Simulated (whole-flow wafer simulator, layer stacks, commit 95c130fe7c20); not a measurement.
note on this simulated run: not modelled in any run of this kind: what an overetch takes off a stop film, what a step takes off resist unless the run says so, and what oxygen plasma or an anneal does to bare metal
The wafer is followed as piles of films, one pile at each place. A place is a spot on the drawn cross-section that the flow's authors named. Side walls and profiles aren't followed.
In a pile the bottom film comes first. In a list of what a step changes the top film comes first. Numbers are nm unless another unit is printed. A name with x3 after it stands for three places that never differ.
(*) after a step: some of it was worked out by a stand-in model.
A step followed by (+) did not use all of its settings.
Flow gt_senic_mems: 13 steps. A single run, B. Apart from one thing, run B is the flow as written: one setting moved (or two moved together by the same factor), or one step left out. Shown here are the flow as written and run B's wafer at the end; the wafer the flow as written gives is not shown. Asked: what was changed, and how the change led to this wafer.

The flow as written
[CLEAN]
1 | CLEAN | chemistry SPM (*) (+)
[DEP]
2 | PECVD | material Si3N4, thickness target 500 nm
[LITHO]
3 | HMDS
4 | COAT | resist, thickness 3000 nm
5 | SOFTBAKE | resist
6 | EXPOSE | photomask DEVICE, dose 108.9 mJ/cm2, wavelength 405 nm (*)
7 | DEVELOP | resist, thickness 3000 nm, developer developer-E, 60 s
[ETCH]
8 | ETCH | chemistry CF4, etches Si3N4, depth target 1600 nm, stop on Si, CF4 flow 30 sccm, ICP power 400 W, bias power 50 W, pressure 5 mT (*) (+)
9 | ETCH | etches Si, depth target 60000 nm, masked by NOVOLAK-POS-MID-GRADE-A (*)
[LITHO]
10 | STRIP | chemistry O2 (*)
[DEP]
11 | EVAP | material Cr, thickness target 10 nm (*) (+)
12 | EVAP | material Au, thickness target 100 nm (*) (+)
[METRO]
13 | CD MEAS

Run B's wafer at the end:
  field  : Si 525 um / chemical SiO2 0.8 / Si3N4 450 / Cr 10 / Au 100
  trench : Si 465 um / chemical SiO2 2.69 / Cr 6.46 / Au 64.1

Cause: step 2, PECVD: thickness target 450 nm was run, whereas the flow has thickness target 500 nm.
One can read it off the wafer: field has Si3N4 450, and step 2 as written asks for 500 nm.

How this came from the change, step by step:
  2 | PECVD | material Si3N4, thickness target 500 nm
      field, trench: Si3N4 gains 450 (new film) (in the flow as written it would be: Si3N4 gains 500 (new film))
  8 | ETCH | chemistry CF4, etches Si3N4, depth target 1600 nm, stop on Si, CF4 flow 30 sccm, ICP power 400 W, bias power 50 W, pressure 5 mT (*) (+)
      field: resist loses 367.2 (in the flow as written it would be: resist loses 400.5)
      trench: Si3N4 loses 450 (all of it), chemical SiO2 loses 0.8 (all of it) (in the flow as written it would be: Si3N4 loses 500 (all of it), chemical SiO2 loses 0.8 (all of it))
